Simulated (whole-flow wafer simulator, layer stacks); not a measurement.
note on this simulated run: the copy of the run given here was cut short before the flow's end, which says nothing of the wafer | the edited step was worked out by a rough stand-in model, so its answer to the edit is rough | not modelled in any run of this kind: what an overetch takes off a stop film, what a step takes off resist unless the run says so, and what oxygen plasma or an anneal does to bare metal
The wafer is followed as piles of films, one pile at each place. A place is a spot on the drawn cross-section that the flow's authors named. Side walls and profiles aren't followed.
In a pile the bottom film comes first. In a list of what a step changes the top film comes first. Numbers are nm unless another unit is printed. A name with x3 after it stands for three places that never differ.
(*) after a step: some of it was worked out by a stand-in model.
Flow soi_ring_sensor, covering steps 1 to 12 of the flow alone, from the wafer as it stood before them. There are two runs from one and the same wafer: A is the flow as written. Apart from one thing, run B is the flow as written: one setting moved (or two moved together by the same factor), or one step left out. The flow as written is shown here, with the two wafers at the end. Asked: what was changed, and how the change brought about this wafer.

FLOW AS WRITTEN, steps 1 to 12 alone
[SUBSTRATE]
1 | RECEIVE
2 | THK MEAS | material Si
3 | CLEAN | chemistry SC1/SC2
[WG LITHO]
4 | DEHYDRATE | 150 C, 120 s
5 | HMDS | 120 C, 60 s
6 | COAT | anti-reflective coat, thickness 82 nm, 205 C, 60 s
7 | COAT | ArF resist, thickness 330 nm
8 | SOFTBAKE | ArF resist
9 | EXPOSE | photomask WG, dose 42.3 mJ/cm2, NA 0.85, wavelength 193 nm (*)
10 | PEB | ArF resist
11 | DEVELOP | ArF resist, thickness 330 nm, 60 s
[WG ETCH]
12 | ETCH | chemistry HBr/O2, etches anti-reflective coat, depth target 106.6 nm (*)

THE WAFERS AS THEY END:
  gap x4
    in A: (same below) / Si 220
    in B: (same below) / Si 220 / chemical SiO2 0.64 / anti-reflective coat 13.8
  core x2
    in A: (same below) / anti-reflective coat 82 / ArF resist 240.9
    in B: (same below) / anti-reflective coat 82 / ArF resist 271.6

Cause: step 12, ETCH: depth target 68.2 nm was run, though the flow has depth target 106.6 nm.

Step by step, how the change led to this:
  12 | ETCH | chemistry HBr/O2, etches anti-reflective coat, depth target 106.6 nm (*)
      gap x4: A anti-reflective coat loses 82 (all of it), chemical SiO2 loses 0.64 (all of it) | B anti-reflective coat loses 68.2
      core x2: A ArF resist loses 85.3 | B ArF resist loses 54.6
